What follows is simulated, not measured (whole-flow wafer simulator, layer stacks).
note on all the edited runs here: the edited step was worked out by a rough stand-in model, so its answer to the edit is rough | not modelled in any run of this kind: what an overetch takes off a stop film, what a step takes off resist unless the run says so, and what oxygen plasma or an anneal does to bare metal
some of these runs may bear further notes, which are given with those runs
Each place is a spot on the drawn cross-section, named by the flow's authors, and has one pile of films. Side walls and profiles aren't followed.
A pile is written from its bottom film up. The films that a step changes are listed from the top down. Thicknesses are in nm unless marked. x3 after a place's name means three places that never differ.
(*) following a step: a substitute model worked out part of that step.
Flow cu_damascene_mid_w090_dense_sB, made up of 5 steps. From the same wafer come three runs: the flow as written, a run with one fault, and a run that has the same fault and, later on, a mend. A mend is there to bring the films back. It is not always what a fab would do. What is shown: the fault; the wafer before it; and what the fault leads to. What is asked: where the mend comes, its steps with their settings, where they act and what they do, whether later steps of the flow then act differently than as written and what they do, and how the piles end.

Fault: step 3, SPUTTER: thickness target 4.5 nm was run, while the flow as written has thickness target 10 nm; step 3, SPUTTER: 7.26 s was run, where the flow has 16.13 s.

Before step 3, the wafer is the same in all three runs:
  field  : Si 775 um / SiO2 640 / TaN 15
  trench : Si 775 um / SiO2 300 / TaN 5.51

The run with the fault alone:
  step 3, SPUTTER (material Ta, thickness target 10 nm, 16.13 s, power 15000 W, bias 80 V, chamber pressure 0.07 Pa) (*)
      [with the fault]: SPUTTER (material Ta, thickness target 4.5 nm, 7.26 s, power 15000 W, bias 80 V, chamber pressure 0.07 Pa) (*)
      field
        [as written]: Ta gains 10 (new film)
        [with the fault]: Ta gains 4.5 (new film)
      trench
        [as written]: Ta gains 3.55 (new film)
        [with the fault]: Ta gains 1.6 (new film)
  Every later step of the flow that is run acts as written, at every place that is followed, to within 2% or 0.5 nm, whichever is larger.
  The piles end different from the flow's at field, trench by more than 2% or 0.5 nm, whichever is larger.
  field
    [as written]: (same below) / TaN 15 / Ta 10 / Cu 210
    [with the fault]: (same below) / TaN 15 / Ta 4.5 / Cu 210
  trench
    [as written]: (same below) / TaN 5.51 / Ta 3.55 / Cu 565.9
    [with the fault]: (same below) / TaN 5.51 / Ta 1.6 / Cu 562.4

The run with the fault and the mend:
  After step 3 comes the mend.
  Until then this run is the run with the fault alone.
  step 3a, SPUTTER (material Ta, thickness target 5.5 nm, 8.871 s, power 15000 W, bias 80 V, chamber pressure 0.07 Pa) (*) (the flow's step 3, run once more with other settings)
      field
        Ta gains 5.5
      trench
        Ta gains 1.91
  Every later step of the flow that is run acts as written at every place that is followed.
  At the end the piles are close to the flow's at the places that both follow, differing by at most 2% or 0.5 nm, whichever is larger.
